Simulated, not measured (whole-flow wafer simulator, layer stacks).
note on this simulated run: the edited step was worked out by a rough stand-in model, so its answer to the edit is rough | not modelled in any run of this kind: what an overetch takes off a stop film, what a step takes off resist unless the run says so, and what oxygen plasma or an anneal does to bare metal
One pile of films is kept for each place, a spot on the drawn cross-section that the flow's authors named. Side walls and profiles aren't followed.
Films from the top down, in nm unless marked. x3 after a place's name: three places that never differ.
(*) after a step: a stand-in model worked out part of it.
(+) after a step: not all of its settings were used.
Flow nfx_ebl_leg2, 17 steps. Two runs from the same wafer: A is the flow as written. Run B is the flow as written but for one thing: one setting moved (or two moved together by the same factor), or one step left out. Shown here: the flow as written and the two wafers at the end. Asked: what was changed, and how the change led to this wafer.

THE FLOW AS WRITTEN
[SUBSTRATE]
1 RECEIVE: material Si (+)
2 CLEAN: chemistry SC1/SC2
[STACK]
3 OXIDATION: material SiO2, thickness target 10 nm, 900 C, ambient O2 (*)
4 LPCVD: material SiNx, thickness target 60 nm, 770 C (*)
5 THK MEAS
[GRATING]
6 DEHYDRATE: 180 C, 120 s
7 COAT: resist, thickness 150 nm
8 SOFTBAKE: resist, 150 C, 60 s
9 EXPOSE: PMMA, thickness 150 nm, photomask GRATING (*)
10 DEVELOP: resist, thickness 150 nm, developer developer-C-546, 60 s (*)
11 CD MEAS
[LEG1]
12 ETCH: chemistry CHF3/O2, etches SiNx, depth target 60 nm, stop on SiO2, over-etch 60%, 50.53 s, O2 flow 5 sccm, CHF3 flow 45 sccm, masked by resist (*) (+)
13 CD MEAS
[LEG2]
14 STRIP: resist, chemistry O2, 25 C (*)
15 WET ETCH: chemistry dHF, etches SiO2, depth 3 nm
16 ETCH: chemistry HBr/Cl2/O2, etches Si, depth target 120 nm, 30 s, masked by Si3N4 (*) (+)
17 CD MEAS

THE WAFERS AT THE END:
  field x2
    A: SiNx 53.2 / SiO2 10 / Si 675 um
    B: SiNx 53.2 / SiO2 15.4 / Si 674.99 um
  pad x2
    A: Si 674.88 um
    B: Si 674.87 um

The cause: step 3, OXIDATION: 945 C was run, where the flow has 900 C.

How the change led to this, step by step:
  3 OXIDATION: material SiO2, thickness target 10 nm, 900 C, ambient O2 (*)
      field x2, pad x2: A SiO2 +10 (new film), chemical SiO2 -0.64 (all of it), Si -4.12 | B SiO2 +15.4 (new film), chemical SiO2 -0.64 (all of it), Si -6.48
  12 ETCH: chemistry CHF3/O2, etches SiNx, depth target 60 nm, stop on SiO2, over-etch 60%, 50.53 s, O2 flow 5 sccm, CHF3 flow 45 sccm, masked by resist (*) (+)
      pad x2: A SiNx -60 (all of it), SiO2 -10 (all of it) | B SiNx -60 (all of it), SiO2 -15.4 (all of it)
